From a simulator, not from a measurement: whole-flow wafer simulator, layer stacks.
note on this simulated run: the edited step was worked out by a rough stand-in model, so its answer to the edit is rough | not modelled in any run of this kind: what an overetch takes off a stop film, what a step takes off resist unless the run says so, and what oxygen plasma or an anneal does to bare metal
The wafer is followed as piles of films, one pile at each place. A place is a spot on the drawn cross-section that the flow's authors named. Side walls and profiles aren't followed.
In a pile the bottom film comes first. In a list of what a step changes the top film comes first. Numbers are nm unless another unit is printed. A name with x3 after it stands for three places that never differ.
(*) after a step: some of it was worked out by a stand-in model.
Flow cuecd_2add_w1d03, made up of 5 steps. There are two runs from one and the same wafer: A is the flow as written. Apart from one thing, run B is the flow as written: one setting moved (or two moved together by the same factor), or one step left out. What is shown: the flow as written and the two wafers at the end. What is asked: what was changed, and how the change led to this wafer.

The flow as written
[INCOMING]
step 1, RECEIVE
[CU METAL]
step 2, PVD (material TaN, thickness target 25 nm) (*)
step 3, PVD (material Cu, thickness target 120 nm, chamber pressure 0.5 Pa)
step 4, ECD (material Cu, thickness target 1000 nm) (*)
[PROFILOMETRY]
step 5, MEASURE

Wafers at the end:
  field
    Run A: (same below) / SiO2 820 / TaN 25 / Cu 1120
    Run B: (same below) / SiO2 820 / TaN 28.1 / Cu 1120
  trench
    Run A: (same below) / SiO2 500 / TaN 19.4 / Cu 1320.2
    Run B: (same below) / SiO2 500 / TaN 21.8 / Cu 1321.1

The reason: step 2, PVD: thickness target 28.1 nm was run, though the flow has thickness target 25 nm.
One can read it off the wafer: field has TaN 28.1, and step 2 as written asks for 25 nm.

The path from the change to this, step by step:
  step 2, PVD (material TaN, thickness target 25 nm) (*)
      field: A +25 TaN (new film) | B +28.1 TaN (new film)
      trench: A +19.4 TaN (new film) | B +21.8 TaN (new film)
